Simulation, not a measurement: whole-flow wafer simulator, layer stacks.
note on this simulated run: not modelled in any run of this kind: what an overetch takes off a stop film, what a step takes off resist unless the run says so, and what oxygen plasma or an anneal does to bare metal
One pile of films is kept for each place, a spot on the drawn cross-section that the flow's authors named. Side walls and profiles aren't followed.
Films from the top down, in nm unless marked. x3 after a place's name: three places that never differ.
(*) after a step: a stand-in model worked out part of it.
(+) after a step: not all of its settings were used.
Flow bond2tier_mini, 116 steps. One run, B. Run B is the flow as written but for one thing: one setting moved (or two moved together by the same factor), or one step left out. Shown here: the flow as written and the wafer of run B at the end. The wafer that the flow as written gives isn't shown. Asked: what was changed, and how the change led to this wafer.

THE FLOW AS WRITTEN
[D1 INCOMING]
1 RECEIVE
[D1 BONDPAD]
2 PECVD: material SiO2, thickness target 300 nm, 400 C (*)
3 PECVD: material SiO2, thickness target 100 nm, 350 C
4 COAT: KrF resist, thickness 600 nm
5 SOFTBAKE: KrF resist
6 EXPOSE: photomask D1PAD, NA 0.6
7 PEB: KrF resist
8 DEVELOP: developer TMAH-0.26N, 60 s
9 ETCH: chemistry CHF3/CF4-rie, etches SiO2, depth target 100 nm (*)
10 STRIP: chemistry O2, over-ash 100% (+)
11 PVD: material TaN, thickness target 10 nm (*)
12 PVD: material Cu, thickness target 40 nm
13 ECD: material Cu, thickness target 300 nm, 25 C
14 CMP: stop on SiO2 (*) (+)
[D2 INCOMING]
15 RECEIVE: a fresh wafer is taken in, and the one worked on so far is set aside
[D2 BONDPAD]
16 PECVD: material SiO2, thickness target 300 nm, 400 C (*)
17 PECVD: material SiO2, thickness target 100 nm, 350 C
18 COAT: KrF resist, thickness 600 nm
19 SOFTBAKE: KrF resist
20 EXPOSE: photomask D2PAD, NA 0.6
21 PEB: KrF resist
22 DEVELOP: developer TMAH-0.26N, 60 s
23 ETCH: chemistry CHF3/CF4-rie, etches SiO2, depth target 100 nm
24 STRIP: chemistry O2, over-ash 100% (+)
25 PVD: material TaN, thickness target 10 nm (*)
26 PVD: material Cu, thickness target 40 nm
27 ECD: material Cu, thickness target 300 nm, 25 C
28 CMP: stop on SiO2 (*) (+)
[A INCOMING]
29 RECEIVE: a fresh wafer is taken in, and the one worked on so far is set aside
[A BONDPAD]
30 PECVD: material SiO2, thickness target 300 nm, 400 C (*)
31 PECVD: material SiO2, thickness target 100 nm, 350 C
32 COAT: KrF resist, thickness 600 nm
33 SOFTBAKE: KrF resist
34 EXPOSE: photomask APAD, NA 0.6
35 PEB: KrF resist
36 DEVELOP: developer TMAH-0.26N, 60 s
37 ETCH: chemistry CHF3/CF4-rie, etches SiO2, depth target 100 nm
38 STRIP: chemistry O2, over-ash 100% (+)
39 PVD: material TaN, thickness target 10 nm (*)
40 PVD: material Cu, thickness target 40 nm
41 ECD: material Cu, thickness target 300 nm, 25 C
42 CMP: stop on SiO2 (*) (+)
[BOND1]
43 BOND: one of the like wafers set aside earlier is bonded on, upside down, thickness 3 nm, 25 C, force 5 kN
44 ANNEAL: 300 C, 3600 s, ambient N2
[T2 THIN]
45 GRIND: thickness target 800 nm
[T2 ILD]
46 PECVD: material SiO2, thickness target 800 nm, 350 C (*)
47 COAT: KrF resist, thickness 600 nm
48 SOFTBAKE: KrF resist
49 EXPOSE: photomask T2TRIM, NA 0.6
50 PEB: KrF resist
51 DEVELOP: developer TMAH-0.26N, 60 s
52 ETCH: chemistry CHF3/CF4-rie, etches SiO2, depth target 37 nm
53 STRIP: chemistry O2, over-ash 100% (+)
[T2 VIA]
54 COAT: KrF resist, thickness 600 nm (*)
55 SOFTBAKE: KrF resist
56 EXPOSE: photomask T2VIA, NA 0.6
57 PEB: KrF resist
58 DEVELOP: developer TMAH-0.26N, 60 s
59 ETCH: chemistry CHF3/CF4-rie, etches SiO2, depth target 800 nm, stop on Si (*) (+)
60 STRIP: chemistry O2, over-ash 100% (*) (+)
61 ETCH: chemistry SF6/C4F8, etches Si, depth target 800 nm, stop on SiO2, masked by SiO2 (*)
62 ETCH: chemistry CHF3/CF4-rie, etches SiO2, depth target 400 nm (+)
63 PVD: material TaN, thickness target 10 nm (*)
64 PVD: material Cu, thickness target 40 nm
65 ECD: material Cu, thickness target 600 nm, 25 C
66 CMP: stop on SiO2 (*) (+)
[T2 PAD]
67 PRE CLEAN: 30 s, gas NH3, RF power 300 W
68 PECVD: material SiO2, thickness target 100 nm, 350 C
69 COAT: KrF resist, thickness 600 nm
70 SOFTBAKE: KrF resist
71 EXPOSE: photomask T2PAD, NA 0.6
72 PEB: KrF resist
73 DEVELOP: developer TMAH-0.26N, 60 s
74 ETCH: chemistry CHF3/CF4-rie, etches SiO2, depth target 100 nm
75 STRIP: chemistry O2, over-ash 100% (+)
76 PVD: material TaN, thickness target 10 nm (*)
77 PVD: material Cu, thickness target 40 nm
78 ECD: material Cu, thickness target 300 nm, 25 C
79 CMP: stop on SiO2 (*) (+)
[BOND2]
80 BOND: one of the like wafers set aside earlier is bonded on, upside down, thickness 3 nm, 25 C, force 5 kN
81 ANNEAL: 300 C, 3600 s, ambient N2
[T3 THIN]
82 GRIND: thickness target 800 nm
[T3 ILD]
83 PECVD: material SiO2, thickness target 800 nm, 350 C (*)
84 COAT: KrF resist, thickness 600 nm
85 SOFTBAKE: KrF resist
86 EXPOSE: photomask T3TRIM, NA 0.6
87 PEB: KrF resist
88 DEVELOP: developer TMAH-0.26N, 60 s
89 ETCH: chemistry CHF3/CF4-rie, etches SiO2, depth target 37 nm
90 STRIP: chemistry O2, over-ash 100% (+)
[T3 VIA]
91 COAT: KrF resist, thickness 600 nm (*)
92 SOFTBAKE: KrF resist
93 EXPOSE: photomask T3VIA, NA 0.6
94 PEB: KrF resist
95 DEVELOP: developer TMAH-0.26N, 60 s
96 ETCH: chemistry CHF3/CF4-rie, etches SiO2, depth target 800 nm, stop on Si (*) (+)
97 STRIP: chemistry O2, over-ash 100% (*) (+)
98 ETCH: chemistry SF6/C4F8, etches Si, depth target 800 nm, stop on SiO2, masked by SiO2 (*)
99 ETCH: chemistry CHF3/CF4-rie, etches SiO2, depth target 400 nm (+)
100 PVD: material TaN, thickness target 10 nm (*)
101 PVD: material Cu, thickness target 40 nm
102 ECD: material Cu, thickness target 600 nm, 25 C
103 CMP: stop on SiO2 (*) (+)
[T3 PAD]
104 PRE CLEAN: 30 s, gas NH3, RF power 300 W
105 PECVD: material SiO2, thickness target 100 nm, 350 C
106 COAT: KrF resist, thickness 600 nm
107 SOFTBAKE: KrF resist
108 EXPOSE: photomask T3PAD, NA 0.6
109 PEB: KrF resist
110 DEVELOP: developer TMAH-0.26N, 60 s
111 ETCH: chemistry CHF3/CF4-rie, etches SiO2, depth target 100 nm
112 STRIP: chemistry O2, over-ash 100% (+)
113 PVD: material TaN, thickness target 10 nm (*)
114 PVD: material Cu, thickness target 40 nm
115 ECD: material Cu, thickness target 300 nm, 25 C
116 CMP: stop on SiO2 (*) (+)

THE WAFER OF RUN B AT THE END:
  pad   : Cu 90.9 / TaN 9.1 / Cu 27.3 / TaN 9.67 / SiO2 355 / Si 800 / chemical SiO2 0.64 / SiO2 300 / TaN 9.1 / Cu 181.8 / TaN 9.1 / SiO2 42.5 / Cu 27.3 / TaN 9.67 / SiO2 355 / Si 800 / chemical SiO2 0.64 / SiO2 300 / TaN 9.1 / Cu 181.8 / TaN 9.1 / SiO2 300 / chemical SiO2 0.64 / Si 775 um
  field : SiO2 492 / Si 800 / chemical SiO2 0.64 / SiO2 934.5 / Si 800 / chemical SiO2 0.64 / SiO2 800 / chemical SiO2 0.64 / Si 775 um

The cause: step 68, PECVD: thickness target 142.5 nm was run, where the flow has thickness target 100 nm.

How the change led to this, step by step:
  68 PECVD: material SiO2, thickness target 100 nm, 350 C
      field: SiO2 +142.5 (as written it would be: SiO2 +100)
      pad: SiO2 +142.5 (new film) (as written it would be: SiO2 +100 (new film))
  74 ETCH: chemistry CHF3/CF4-rie, etches SiO2, depth target 100 nm
      pad: SiO2 -100 (as written it would be: SiO2 -100 (all of it))
Counting metal films that touch as one body, pad has 4 bodies (between them, from the top down: SiO2 355 / Si 800 / chemical SiO2 0.64 / SiO2 300; SiO2 42.5; SiO2 355 / Si 800 / chemical SiO2 0.64 / SiO2 300); the flow as written gives 3 bodies (between them, from the top down: SiO2 355 / Si 800 / chemical SiO2 0.64 / SiO2 300; SiO2 355 / Si 800 / chemical SiO2 0.64 / SiO2 300).
